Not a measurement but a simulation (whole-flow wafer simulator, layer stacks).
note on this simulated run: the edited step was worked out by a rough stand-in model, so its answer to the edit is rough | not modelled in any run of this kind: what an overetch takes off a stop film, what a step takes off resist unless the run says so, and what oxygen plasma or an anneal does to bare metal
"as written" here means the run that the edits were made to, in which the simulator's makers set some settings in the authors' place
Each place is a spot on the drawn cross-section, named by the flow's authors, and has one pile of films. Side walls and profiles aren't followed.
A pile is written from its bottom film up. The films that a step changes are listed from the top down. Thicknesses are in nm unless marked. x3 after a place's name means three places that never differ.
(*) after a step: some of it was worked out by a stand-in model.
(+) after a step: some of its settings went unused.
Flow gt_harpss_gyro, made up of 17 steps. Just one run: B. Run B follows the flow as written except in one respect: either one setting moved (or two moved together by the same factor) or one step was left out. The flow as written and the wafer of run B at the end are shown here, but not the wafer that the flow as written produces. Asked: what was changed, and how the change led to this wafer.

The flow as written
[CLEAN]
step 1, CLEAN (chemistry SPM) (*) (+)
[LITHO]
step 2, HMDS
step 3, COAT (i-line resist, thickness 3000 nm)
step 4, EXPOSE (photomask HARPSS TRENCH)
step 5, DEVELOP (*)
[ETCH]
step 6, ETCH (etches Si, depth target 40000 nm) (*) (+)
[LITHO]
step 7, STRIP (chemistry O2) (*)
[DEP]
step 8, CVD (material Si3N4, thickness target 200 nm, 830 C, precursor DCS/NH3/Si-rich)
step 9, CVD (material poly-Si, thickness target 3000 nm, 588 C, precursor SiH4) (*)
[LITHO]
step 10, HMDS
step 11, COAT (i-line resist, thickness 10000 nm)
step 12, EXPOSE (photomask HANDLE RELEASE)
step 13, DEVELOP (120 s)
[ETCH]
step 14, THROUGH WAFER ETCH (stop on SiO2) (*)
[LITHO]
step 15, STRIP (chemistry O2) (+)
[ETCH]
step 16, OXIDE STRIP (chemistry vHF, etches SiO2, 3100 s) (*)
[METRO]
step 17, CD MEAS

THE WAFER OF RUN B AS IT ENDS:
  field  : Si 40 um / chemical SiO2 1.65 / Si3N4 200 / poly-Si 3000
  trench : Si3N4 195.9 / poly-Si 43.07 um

The reason: step 6, ETCH: depth target 49000 nm was run, while the flow as written has depth target 40000 nm.

How this came from the change, step by step:
  step 6, ETCH (etches Si, depth target 40000 nm) (*) (+)
      trench: -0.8 chemical SiO2 (all of it), -40 um Si (all of it), -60 SiO2 (as written it would have been: -0.8 chemical SiO2 (all of it), -40 um Si (all of it))
      field: -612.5 i-line resist (as written it would have been: -500 i-line resist)
  step 7, STRIP (chemistry O2) (*)
      field: -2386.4 i-line resist (all of it), +0.85 chemical SiO2, -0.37 Si (as written it would have been: -2498.9 i-line resist (all of it), +0.87 chemical SiO2, -0.38 Si)
  step 9, CVD (material poly-Si, thickness target 3000 nm, 588 C, precursor SiH4) (*)
      trench: +43.07 um poly-Si (new film) (as written it would have been: +43.01 um poly-Si (new film))
  step 16, OXIDE STRIP (chemistry vHF, etches SiO2, 3100 s) (*)
      trench: under 2 films: -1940 SiO2 (all of it) (as written it would have been: under 2 films: -2000 SiO2 (all of it))
